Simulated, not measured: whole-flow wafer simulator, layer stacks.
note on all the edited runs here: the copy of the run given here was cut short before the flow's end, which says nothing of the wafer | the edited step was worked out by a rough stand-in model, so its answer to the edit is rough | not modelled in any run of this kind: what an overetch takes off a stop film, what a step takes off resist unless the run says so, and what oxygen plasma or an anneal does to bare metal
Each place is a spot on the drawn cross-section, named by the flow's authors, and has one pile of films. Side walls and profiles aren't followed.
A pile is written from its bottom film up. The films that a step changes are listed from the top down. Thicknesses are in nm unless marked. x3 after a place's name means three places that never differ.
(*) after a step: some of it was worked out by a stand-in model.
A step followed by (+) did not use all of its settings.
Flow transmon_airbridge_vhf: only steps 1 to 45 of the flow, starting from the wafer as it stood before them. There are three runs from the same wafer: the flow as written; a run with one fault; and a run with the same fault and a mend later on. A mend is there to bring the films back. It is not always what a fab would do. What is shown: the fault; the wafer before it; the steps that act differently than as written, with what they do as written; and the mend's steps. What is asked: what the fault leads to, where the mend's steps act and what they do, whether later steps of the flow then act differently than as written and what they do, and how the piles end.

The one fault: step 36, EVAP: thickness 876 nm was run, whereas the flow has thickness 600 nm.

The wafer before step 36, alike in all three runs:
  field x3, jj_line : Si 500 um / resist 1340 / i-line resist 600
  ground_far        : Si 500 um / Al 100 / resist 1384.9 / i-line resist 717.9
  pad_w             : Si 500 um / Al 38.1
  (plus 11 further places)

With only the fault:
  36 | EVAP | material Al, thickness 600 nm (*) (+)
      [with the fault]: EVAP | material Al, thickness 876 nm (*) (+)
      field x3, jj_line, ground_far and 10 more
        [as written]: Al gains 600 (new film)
        [with the fault]: Al gains 876 (new film)
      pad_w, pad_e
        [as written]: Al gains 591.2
        [with the fault]: Al gains 863.2
  Steps later in the flow that act otherwise than as written:
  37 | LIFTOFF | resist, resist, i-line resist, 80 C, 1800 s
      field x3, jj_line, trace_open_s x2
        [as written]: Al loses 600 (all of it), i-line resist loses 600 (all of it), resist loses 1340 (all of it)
        [with the fault]: Al loses 876 (all of it), i-line resist loses 600 (all of it), resist loses 1340 (all of it)
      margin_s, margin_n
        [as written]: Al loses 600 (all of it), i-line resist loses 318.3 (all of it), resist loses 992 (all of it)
        [with the fault]: Al loses 876 (all of it), i-line resist loses 318.3 (all of it), resist loses 992 (all of it)
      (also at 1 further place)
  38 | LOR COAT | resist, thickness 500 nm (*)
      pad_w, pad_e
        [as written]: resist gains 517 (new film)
        [with the fault]: resist gains 497.5 (new film)
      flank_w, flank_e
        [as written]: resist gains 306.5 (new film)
        [with the fault]: resist gains 300.2 (new film)
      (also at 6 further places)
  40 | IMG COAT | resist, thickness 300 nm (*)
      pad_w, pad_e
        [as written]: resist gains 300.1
        [with the fault]: resist gains 289.2
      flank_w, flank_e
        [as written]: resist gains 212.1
        [with the fault]: resist gains 203
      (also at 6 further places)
  The piles end different from the flow's at pad_w, flank_w, gap_w and 7 more by more than 2% or 0.5 nm, whichever is larger.
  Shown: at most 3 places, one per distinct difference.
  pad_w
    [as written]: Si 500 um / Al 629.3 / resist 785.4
    [with the fault]: Si 500 um / Al 901.3 / resist 754.8
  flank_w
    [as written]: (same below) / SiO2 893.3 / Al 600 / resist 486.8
    [with the fault]: (same below) / SiO2 893.3 / Al 876 / resist 471.5
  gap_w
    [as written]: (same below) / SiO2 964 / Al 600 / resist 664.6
    [with the fault]: (same below) / SiO2 964 / Al 876 / resist 644.4

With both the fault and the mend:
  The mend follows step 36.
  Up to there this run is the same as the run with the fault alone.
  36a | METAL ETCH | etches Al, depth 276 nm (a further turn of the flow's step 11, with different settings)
      field x3, jj_line, ground_far and 12 more
        Al loses 276
  None of the later steps of the flow differs from how it acts as written, at any place that is followed, by more than 2% or 0.5 nm, whichever is larger.
  The piles end only slightly different from the flow's at the places that both follow, by no more than 2% or 0.5 nm, whichever is larger.
